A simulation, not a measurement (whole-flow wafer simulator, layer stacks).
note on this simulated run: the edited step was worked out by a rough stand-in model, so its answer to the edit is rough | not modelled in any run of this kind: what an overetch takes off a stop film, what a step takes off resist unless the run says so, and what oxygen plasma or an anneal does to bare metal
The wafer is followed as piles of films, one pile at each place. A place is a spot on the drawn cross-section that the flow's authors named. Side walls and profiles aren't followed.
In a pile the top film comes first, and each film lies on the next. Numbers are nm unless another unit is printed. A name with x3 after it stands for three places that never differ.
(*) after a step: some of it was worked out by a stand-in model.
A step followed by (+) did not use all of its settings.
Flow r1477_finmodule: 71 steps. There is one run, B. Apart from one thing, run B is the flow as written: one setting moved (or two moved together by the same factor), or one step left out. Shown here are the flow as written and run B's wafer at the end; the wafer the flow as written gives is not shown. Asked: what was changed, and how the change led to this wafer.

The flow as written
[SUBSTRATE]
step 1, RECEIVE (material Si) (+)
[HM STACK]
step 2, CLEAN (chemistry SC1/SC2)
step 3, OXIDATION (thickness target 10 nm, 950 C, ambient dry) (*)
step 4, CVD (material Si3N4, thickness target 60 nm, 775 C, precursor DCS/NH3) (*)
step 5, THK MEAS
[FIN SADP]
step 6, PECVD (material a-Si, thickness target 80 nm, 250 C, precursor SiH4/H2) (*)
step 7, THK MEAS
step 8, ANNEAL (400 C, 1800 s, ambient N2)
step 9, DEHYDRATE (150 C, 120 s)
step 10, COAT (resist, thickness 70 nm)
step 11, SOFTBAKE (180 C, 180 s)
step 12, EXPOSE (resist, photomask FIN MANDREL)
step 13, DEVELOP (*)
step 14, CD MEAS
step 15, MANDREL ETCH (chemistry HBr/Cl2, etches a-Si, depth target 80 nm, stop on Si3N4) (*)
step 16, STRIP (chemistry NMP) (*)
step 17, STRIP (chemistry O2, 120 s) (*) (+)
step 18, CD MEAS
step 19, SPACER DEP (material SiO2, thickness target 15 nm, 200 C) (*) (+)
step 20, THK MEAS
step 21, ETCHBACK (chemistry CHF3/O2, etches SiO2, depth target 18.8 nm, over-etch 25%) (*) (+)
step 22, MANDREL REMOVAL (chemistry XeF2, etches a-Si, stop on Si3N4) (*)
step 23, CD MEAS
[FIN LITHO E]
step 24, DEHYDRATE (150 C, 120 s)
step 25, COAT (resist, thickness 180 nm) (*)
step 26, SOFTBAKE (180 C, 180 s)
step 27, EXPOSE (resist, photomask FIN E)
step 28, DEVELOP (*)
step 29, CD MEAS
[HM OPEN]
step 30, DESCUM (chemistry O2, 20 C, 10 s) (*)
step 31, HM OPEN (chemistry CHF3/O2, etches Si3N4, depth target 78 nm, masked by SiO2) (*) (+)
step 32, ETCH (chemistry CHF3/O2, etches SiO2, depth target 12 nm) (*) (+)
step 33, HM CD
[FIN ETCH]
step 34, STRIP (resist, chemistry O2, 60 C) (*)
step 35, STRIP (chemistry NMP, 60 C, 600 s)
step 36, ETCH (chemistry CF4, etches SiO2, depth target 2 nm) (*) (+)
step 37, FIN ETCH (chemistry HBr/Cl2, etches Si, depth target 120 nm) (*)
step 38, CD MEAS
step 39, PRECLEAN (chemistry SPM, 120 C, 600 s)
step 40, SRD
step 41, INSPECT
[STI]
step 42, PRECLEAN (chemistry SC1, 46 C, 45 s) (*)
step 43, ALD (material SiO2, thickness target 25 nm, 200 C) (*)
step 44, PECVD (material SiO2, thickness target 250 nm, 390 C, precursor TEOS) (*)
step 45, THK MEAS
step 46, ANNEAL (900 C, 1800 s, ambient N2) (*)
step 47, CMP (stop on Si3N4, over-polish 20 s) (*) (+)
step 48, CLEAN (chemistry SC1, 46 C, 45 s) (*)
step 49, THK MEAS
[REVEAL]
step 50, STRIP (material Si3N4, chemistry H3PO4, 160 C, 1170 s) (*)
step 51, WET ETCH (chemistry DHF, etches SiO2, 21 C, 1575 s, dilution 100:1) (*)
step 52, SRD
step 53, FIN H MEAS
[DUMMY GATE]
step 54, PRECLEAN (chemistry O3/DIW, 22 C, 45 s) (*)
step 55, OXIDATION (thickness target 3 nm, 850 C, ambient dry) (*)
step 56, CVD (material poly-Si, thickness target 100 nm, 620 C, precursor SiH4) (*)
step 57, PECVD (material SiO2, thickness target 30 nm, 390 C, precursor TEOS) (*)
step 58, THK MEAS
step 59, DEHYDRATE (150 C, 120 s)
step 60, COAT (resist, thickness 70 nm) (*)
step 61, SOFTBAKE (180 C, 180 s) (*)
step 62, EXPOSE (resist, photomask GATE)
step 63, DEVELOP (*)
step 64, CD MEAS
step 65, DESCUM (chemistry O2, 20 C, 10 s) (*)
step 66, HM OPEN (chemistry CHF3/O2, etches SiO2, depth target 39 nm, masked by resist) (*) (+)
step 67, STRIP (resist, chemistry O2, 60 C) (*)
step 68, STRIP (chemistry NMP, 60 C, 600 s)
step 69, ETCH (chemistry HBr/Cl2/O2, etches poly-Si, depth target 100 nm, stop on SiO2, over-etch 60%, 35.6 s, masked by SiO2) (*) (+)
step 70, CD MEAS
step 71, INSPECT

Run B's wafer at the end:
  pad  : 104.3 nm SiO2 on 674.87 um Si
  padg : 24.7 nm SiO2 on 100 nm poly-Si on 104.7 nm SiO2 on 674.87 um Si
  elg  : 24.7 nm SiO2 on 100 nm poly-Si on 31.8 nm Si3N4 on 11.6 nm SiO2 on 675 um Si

What caused this: step 3, OXIDATION: thickness target 11.6 nm was run, though the flow has thickness target 10 nm.
One can read it off the wafer: elg has SiO2 11.6, and step 3 as written asks for 10 nm.

How this came from the change, step by step:
  step 3, OXIDATION (thickness target 10 nm, 950 C, ambient dry) (*)
      pad, padg, elg and 33 more: SiO2 gains 11.6 (new film), chemical SiO2 loses 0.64 (all of it), Si loses 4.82 (as written it would have been: SiO2 gains 10 (new film), chemical SiO2 loses 0.64 (all of it), Si loses 4.12)
  step 31, HM OPEN (chemistry CHF3/O2, etches Si3N4, depth target 78 nm, masked by SiO2) (*) (+)
      pad, padg, esg and 13 more: Si3N4 loses 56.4 (all of it), SiO2 loses 10.8 (as written it would have been: Si3N4 loses 56.4 (all of it), SiO2 loses 10 (all of it))
  step 32, ETCH (chemistry CHF3/O2, etches SiO2, depth target 12 nm) (*) (+)
      pad, padg, e40sg and 11 more: SiO2 loses 0.79 (all of it), Si loses 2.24 (as written it would have been: Si loses 2.4)
      esg, eso: SiO2 loses 0.79 (all of it), Si loses 2.24 (as written it would have been: Si loses 1.77)
      (as well as at 6 more places)
  step 47, CMP (stop on Si3N4, over-polish 20 s) (*) (+)
      pad, padg, e40sg and 11 more: SiO2 loses 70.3 (as written it would have been: SiO2 loses 71.8)
      eso: SiO2 loses 70.3 (as written it would have been: SiO2 loses 72.4)
  step 51, WET ETCH (chemistry DHF, etches SiO2, 21 C, 1575 s, dilution 100:1) (*)
      s40sg_line, s45sg_line, s50sg_line, s40so_line, s45so_line, s50so_line: SiO2 loses 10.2 (all of it) (as written it would have been: SiO2 loses 8.63 (all of it))
  step 67, STRIP (resist, chemistry O2, 60 C) (*)
      s40sg: resist loses 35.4 (all of it) (as written it would have been: resist loses 36.9 (all of it))
      s45sg: resist loses 35.3 (all of it) (as written it would have been: resist loses 36.9 (all of it))
      (as well as at 1 more place)
